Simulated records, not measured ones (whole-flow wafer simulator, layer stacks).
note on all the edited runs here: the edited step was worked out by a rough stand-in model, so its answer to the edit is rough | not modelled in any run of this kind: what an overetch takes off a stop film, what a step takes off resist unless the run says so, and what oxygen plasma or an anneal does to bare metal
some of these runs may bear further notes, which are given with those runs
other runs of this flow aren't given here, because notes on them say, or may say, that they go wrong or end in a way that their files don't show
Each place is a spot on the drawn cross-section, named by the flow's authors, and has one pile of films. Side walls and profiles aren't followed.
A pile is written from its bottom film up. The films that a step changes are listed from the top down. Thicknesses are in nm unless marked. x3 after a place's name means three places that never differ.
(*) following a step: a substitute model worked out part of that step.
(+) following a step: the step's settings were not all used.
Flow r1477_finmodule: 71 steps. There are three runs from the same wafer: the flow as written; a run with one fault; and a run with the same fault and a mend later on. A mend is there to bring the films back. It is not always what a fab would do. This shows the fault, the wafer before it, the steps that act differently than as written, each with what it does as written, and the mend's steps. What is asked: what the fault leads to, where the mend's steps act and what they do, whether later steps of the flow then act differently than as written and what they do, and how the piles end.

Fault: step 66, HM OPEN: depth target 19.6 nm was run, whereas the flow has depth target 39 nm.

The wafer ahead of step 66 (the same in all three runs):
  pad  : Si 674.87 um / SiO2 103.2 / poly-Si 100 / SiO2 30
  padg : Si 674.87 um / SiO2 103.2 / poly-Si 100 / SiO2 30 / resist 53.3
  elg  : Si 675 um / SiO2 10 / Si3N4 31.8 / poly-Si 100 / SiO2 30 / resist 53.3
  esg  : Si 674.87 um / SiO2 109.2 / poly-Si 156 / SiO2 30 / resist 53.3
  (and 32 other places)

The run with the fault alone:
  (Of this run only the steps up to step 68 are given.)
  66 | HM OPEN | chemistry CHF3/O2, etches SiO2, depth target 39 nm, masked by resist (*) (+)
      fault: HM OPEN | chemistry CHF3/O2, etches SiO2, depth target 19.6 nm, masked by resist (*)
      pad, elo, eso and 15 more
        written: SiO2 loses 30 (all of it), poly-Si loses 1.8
        fault: SiO2 loses 19.6
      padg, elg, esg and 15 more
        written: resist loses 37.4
        fault: resist loses 18.8
  Later steps of the flow acting differently than as written:
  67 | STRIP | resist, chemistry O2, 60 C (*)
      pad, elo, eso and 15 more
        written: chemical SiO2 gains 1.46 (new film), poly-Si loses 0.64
        fault: nothing
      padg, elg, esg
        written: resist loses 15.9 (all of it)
        fault: resist loses 34.5 (all of it)
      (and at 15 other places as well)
  Once step 68 is done, the piles at pad, elo, eso and 15 more depart from the flow's by more than 2% or 0.5 nm, whichever is larger.
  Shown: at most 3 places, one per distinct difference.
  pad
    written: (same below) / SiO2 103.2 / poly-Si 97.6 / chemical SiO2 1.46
    fault: (same below) / SiO2 103.2 / poly-Si 100 / SiO2 10.4
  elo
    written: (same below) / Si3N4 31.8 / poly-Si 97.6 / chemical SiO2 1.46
    fault: (same below) / Si3N4 31.8 / poly-Si 100 / SiO2 10.4
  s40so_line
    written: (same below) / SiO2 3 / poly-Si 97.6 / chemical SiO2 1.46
    fault: (same below) / SiO2 3 / poly-Si 100 / SiO2 10.4

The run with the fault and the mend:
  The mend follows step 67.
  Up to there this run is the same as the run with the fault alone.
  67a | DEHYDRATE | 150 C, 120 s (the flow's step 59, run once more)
      leaves every film unchanged at each place that is followed
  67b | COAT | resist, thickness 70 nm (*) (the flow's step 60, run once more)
      e40lg, e100lg, e200lg, elo, e40lo, e100lo, e200lo
        resist gains 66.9 (new film)
      s40sg, s45sg, s40so, s45so
        resist gains 91 (new film)
      s40sg_line, s45sg_line, s40so_line, s45so_line
        resist gains 68.5 (new film)
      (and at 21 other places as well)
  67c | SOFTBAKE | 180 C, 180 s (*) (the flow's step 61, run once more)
      leaves every film unchanged at each place that is followed
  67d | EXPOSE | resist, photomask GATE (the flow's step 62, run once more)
      leaves every film unchanged at each place that is followed
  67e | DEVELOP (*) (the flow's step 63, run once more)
      elo, e40lo, e100lo, e200lo
        resist loses 66.9 (all of it)
      eso, e40so
        resist loses 129.5 (all of it)
      s40so, s45so
        resist loses 91 (all of it)
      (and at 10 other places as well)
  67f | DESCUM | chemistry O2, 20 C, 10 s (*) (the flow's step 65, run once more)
      padg, elg, esg and 15 more
        resist loses 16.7
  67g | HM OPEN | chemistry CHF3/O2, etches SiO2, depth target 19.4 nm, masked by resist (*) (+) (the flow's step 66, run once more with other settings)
      pad, elo, eso and 15 more
        SiO2 loses 10.4 (all of it), poly-Si loses 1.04
      elg, esg, e40lg and 10 more
        resist loses 15
      padg, e200lg, s40sg, s40sg_line, s45sg
        resist loses 14.9
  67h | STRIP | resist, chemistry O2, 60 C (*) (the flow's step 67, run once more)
      pad, elo, eso and 15 more
        chemical SiO2 gains 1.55 (new film), poly-Si loses 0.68
      e40lg, e100lg, e200lg
        resist loses 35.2 (all of it)
      elg, esg
        resist loses 38.3 (all of it)
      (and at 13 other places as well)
  None of the later steps of the flow differs from how it acts as written, at any place that is followed, by more than 2% or 0.5 nm, whichever is larger.
  The piles end only slightly different from the flow's at the places that both follow, by no more than 2% or 0.5 nm, whichever is larger.
